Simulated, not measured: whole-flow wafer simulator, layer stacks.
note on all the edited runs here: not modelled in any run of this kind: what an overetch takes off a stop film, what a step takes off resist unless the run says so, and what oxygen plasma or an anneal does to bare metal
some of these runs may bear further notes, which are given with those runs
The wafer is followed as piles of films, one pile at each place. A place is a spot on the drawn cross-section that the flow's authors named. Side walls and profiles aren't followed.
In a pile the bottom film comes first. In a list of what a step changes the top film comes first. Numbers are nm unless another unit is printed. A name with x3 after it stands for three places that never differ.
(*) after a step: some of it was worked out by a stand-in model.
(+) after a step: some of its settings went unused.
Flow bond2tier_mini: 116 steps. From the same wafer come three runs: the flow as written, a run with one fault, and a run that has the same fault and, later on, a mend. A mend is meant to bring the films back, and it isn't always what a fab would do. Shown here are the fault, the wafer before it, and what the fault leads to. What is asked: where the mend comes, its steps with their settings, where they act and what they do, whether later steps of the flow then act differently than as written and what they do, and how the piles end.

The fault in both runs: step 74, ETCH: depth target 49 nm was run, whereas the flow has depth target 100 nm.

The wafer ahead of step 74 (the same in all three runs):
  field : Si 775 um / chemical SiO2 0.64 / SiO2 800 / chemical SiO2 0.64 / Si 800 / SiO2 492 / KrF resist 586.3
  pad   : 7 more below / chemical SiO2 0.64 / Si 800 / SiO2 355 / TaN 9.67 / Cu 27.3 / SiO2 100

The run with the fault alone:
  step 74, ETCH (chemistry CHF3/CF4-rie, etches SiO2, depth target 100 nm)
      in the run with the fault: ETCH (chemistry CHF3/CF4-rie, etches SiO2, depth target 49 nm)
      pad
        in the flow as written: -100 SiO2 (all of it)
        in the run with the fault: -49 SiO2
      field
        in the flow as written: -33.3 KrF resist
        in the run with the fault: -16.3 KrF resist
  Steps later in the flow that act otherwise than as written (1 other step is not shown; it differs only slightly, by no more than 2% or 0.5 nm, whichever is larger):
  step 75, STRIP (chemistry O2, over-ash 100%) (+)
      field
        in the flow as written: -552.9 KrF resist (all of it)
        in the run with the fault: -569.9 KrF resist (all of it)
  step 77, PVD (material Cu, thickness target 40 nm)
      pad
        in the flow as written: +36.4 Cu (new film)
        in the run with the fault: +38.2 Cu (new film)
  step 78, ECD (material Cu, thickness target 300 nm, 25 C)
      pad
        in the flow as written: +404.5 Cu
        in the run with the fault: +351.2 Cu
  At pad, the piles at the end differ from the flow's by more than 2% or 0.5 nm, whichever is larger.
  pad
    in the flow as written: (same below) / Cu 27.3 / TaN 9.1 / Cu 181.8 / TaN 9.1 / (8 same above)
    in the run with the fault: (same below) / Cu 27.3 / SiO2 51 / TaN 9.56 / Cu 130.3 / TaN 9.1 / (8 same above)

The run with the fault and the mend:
  After step 75 comes the mend.
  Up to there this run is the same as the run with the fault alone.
  step 75a, COAT (KrF resist, thickness 600 nm) (*) (the flow's step 69 again)
      field
        +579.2 KrF resist (new film)
      pad
        +621.7 KrF resist (new film)
  step 75b, SOFTBAKE (KrF resist) (the flow's step 70 again)
      does not change any film at any place that is followed
  step 75c, EXPOSE (photomask T2PAD, NA 0.6) (the flow's step 71 again)
      does not change any film at any place that is followed
  step 75d, PEB (KrF resist) (the flow's step 72 again)
      does not change any film at any place that is followed
  step 75e, DEVELOP (developer TMAH-0.26N, 60 s) (the flow's step 73 again)
      field
        -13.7 KrF resist
      pad
        -621.7 KrF resist (all of it)
  step 75f, ETCH (chemistry CHF3/CF4-rie, etches SiO2, depth target 51 nm) (the flow's step 74 again, with other settings)
      field
        -17 KrF resist
      pad
        -51 SiO2 (all of it)
  step 75g, STRIP (chemistry O2, over-ash 100%) (+) (the flow's step 75 again)
      field
        -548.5 KrF resist (all of it)
  None of the later steps of the flow acts differently than as written at any place that is followed.
  The piles end the same as the flow's at every place that both follow.
